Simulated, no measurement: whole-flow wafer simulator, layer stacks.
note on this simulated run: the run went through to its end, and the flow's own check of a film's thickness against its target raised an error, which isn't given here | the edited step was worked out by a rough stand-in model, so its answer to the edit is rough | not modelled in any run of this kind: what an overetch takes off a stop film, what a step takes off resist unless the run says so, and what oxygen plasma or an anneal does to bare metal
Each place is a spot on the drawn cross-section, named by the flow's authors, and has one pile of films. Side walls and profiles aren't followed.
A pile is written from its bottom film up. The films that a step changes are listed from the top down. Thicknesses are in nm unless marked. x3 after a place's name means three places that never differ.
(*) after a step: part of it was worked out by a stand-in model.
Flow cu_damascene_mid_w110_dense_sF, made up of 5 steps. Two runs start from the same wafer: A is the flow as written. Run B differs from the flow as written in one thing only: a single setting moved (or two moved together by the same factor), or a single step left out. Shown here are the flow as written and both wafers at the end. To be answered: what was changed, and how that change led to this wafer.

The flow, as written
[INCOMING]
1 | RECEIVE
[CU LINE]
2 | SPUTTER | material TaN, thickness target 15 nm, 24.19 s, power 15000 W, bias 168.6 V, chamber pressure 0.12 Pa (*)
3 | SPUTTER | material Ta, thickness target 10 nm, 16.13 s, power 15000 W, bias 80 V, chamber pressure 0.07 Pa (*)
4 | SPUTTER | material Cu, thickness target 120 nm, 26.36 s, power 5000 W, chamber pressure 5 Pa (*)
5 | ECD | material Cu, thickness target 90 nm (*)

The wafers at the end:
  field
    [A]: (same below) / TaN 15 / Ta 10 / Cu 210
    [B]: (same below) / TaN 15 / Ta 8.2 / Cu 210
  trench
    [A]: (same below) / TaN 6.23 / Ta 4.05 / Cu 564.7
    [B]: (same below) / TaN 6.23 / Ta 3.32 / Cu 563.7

What caused this: step 3, SPUTTER: thickness target 8.2 nm was run, though the flow has thickness target 10 nm; step 3, SPUTTER: 13.31 s was run, where the flow has 16.13 s.
The wafer lets one read it off: field has Ta 8.2, and step 3 as written asks for 10 nm.

Step by step, how the change led to this:
  3 | SPUTTER | material Ta, thickness target 10 nm, 16.13 s, power 15000 W, bias 80 V, chamber pressure 0.07 Pa (*)
      field: A +10 Ta (new film) | B +8.2 Ta (new film)
      trench: A +4.05 Ta (new film) | B +3.32 Ta (new film)
